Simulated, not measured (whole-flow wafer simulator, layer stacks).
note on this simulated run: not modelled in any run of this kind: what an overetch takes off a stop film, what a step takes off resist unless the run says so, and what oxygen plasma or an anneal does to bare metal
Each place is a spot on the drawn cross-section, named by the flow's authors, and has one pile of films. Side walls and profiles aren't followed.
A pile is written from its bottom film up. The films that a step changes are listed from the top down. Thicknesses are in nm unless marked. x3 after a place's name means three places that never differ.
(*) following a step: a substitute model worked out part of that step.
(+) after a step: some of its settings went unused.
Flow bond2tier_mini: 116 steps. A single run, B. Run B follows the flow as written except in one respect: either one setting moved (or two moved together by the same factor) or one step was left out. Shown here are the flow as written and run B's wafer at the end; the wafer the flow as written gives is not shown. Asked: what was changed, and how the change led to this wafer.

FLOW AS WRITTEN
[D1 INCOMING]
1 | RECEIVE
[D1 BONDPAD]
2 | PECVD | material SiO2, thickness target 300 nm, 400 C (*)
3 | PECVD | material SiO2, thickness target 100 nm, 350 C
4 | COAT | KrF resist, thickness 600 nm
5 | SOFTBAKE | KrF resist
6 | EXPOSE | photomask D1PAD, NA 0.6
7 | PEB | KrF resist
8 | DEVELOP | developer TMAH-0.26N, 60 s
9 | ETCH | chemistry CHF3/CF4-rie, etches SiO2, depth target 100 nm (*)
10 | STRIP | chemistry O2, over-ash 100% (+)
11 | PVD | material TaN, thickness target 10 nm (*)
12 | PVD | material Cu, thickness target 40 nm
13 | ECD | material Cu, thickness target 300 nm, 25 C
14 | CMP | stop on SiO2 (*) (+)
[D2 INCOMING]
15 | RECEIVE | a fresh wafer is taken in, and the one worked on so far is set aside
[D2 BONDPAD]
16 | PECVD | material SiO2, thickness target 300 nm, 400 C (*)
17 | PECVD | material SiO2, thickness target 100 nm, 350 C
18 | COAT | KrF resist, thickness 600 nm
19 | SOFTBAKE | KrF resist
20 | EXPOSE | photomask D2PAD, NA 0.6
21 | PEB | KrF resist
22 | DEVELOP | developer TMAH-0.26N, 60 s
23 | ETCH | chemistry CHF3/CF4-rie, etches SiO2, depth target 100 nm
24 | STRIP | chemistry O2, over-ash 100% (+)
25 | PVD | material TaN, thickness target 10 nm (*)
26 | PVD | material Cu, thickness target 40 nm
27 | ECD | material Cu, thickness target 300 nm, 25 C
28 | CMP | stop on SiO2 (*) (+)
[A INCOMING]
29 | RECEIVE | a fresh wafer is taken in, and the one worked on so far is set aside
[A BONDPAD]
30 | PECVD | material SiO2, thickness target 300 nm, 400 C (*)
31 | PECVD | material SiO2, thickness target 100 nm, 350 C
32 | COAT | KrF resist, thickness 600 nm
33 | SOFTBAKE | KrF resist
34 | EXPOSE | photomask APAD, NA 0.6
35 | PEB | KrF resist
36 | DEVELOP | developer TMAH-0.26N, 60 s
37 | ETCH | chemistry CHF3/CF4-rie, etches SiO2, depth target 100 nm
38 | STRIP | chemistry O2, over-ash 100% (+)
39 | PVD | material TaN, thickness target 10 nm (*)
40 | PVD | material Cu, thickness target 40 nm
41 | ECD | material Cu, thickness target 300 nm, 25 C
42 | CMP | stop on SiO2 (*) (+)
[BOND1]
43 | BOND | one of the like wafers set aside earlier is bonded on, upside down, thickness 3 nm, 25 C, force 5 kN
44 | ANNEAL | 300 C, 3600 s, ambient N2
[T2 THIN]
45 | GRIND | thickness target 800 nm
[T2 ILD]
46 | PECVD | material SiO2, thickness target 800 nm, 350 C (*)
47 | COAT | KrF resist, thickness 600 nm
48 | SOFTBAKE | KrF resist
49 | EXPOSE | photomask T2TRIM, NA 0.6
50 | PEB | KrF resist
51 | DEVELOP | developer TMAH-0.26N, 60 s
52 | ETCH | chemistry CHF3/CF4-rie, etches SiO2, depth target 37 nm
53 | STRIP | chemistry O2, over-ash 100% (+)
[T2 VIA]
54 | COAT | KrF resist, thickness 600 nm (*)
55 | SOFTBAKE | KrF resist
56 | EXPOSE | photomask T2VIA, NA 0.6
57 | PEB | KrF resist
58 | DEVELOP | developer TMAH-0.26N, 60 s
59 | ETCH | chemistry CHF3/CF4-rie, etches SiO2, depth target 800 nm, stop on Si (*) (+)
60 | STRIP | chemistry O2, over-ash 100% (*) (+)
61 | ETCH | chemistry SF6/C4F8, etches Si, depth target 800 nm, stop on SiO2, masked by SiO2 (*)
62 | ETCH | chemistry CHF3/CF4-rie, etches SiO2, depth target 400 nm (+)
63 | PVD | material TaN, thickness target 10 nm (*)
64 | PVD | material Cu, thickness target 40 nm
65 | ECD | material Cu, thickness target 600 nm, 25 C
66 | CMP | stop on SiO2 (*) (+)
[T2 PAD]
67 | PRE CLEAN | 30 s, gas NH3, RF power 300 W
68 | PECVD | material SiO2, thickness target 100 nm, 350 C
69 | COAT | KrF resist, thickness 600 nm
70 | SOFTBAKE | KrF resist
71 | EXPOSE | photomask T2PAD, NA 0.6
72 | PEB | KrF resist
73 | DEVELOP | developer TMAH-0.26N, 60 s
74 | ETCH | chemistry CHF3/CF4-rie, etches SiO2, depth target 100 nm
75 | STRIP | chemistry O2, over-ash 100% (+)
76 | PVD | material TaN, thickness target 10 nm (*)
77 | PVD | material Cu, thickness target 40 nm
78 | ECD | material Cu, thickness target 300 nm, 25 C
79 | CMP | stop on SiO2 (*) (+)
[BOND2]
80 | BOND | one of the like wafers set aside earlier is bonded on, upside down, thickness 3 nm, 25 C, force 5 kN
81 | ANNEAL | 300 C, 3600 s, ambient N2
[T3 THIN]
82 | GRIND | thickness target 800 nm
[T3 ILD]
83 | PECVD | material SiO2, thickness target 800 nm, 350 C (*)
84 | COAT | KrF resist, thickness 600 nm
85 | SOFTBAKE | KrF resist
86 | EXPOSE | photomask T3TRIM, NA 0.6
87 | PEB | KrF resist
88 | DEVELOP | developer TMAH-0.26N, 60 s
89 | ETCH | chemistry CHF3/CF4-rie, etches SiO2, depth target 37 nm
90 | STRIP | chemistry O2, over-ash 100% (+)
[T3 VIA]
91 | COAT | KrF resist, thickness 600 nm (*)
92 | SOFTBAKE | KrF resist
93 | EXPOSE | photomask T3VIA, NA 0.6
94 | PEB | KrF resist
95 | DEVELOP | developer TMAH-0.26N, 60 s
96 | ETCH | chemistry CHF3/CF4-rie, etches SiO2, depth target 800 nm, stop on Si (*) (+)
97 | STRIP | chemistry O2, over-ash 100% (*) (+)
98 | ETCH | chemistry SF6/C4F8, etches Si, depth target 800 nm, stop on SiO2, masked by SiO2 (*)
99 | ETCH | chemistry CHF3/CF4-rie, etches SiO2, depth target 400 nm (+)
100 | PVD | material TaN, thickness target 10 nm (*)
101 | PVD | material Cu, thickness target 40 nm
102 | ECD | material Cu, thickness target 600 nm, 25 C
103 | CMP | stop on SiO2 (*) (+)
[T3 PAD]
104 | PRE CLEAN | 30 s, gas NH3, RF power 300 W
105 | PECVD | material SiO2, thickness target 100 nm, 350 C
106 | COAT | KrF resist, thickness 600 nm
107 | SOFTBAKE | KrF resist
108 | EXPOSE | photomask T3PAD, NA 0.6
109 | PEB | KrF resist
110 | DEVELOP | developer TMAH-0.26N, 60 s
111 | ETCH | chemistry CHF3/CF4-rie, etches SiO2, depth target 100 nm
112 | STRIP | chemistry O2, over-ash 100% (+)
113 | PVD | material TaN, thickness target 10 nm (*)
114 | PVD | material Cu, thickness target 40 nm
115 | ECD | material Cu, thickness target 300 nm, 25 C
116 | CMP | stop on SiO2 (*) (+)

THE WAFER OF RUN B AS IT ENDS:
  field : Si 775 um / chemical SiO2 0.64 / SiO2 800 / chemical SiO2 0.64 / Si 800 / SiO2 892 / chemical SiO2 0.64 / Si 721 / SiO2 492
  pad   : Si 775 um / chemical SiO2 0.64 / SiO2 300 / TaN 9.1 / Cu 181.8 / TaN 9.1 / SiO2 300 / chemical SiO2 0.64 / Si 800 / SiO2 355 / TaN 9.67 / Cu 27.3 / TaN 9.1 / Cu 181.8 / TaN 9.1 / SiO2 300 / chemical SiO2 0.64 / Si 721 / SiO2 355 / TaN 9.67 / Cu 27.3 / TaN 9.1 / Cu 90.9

The reason: step 82, GRIND: thickness target 721 nm was run, though the flow has thickness target 800 nm.
One can read it off the wafer: field has Si 721, and step 82 as written asks for 800 nm.

The path from the change to this, step by step:
  82 | GRIND | thickness target 800 nm
      field, pad: Si loses 774.28 um (as written it would have been: Si loses 774.2 um)
